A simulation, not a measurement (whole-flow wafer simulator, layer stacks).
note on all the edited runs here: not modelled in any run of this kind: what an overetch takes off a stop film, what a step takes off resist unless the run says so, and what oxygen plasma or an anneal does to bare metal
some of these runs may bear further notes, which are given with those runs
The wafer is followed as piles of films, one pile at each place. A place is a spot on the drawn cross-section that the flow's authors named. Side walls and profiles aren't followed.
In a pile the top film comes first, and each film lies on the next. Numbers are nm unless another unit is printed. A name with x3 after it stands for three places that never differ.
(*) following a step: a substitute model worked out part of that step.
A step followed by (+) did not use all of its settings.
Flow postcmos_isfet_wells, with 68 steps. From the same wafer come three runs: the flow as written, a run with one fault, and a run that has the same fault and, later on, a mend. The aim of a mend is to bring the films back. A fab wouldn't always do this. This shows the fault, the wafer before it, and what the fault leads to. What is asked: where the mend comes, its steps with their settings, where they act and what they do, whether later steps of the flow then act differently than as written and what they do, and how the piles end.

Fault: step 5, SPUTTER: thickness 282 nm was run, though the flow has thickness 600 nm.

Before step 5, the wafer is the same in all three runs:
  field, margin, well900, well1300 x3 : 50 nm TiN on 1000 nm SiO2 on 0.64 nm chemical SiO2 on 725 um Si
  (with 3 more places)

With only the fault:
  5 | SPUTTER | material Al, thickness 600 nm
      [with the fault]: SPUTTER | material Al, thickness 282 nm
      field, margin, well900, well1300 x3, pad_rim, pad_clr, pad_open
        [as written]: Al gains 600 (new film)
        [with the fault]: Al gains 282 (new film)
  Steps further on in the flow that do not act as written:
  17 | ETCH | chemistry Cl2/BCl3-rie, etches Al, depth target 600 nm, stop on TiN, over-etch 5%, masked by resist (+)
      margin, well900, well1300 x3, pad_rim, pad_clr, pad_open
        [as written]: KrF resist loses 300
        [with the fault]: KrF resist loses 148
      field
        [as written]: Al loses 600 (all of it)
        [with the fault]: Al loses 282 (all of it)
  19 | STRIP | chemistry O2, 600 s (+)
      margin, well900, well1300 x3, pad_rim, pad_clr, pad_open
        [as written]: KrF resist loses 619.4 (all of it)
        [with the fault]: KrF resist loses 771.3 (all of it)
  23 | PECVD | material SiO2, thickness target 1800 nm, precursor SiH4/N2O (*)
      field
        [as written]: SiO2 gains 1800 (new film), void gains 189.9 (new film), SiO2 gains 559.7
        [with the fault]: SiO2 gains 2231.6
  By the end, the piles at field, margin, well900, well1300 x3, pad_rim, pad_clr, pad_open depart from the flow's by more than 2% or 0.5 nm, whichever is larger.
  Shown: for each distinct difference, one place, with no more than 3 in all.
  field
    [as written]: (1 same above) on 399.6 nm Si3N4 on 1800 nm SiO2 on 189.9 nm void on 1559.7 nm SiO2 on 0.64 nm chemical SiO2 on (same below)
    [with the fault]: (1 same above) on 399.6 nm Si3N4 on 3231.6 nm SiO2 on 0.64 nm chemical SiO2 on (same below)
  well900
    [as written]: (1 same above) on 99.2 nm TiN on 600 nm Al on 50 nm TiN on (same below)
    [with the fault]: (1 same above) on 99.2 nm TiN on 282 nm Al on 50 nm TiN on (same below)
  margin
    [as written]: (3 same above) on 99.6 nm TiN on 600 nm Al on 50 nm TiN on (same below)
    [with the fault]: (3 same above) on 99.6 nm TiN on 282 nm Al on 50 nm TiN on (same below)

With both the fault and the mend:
  The mend follows step 5.
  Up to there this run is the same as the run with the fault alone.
  5a | SPUTTER | material Al, thickness 318 nm (the flow's step 5 again, with other settings)
      field, margin, well900, well1300 x3, pad_rim, pad_clr, pad_open
        Al gains 318
  Every later step of the flow that is run acts as written at every place that is followed.
  The piles end the same as the flow's at every place that both follow.
